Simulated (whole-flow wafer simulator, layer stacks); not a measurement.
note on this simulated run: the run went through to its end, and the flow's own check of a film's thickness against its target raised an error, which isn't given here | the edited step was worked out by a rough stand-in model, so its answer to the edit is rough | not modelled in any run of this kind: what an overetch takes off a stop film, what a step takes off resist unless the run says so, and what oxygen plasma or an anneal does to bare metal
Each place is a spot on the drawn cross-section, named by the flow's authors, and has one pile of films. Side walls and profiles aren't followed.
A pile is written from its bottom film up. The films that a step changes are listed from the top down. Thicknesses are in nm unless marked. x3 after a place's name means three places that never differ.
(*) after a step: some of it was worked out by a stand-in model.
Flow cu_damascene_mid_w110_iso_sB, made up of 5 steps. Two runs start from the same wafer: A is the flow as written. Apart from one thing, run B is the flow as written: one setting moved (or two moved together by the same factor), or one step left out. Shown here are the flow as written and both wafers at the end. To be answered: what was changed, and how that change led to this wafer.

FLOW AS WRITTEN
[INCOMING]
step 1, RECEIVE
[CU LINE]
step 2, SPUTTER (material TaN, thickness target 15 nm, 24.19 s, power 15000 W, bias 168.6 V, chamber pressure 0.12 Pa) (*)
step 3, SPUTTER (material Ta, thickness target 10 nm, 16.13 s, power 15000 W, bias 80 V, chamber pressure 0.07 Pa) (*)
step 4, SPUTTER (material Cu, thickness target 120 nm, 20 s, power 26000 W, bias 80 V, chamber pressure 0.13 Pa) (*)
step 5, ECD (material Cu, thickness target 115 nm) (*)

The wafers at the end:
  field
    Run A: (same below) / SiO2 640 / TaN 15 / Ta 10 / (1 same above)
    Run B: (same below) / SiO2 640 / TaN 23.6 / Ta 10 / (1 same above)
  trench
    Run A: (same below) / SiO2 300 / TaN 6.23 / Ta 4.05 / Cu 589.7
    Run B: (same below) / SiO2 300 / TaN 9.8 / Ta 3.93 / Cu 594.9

What caused this: step 2, SPUTTER: thickness target 23.6 nm was run, while the flow as written has thickness target 15 nm; step 2, SPUTTER: 38.1 s was run, where the flow has 24.19 s.
The wafer lets one read it off: field has TaN 23.6, and step 2 as written asks for 15 nm.

The path from the change to this, step by step:
  step 2, SPUTTER (material TaN, thickness target 15 nm, 24.19 s, power 15000 W, bias 168.6 V, chamber pressure 0.12 Pa) (*)
      field: A TaN gains 15 (new film) | B TaN gains 23.6 (new film)
      trench: A TaN gains 6.23 (new film) | B TaN gains 9.8 (new film)
  step 4, SPUTTER (material Cu, thickness target 120 nm, 20 s, power 26000 W, bias 80 V, chamber pressure 0.13 Pa) (*)
      trench: A Cu gains 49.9 (new film) | B Cu gains 48.7 (new film)
